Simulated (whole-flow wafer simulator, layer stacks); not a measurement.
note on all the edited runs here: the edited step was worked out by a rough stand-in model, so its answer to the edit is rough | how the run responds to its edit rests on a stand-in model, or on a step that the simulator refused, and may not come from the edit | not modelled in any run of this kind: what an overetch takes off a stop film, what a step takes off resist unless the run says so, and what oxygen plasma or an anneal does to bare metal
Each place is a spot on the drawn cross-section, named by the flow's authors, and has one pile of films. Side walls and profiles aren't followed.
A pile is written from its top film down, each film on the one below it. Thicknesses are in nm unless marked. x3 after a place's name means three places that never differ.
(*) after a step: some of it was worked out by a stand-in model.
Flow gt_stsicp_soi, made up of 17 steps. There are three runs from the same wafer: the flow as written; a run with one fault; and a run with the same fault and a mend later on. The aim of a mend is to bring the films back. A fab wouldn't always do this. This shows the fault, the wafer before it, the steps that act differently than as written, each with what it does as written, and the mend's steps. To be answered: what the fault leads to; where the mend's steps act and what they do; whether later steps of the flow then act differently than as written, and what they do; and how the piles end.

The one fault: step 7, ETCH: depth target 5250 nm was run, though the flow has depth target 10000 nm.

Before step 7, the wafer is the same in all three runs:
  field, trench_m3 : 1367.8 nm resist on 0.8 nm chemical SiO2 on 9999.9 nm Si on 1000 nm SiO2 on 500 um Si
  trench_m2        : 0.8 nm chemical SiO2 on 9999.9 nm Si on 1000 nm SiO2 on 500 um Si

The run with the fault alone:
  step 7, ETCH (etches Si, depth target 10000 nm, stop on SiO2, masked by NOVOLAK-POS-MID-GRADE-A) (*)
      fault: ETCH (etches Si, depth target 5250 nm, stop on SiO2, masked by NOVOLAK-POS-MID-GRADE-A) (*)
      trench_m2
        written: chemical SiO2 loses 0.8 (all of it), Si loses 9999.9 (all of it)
        fault: chemical SiO2 loses 0.8 (all of it), Si loses 5250
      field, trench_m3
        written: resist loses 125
        fault: resist loses 65.6
  Steps further on in the flow that do not act as written (1 other step is not shown; it differs only slightly, by no more than 2% or 0.5 nm, whichever is larger):
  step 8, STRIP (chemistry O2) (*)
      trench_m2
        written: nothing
        fault: chemical SiO2 gains 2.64 (new film), Si loses 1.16
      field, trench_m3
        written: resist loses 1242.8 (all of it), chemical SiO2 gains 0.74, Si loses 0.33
        fault: resist loses 1302.2 (all of it), chemical SiO2 gains 0.75, Si loses 0.33
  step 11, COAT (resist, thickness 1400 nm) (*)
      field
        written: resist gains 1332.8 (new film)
        fault: resist gains 1364.5 (new film)
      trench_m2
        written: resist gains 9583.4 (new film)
        fault: resist gains 5768.2 (new film)
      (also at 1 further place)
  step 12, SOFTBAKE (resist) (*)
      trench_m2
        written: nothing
        fault: resist gains 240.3
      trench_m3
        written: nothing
        fault: resist gains 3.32
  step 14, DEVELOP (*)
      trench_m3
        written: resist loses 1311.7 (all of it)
        fault: resist loses 1356.8 (all of it)
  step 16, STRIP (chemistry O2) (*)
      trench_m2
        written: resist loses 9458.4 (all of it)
        fault: resist loses 5883.5 (all of it), chemical SiO2 gains 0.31, Si loses 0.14
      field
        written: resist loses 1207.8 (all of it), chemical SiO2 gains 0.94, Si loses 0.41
        fault: resist loses 1239.9 (all of it), chemical SiO2 gains 0.72, Si loses 0.32
  At trench_m2, the piles at the end differ from the flow's by more than 2% or 0.5 nm, whichever is larger.
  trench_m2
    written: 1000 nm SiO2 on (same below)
    fault: 2.95 nm chemical SiO2 on 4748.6 nm Si on 1000 nm SiO2 on (same below)

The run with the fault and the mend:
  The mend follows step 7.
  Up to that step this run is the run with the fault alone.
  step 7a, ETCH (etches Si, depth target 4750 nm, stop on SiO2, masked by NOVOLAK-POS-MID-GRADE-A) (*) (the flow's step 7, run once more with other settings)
      field, trench_m3
        resist loses 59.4
      trench_m2
        Si loses 4749.9 (all of it)
  Every later step of the flow that is run acts as written at every place that is followed.
  By the end, the piles equal the flow's at every place that both follow.
